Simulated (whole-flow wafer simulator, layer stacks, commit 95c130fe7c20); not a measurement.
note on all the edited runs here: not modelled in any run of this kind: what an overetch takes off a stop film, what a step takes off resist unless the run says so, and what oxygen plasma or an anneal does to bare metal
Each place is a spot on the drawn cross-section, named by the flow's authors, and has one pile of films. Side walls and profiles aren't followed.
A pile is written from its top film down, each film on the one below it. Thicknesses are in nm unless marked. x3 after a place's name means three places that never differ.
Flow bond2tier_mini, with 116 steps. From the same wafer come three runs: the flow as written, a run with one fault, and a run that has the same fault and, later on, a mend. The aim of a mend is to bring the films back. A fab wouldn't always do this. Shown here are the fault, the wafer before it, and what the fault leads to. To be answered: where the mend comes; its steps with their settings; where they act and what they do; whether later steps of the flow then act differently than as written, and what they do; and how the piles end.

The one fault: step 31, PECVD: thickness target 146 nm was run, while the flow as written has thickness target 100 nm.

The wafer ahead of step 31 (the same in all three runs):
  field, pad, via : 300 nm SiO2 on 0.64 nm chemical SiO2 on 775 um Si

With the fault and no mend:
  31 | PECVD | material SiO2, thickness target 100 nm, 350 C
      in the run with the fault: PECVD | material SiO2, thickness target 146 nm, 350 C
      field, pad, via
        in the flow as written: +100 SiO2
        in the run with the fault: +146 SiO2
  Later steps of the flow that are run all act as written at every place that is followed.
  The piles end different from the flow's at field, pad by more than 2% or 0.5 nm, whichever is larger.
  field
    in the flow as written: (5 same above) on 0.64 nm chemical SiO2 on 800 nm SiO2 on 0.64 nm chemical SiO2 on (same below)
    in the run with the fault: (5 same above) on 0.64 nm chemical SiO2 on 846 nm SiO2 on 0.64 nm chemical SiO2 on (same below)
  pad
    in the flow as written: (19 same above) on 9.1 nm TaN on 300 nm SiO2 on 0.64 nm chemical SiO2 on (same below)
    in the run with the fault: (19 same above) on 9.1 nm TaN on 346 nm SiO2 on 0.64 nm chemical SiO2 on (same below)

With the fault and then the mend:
  The mend stands after step 31.
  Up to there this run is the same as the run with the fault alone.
  31a | ETCH | chemistry CHF3/CF4-rie, etches SiO2, depth target 46 nm (a further turn of the flow's step 9, with different settings)
      field, pad, via
        -46 SiO2
  Later steps of the flow that are run all act as written at every place that is followed.
  The piles end the same as the flow's at every place that both follow.
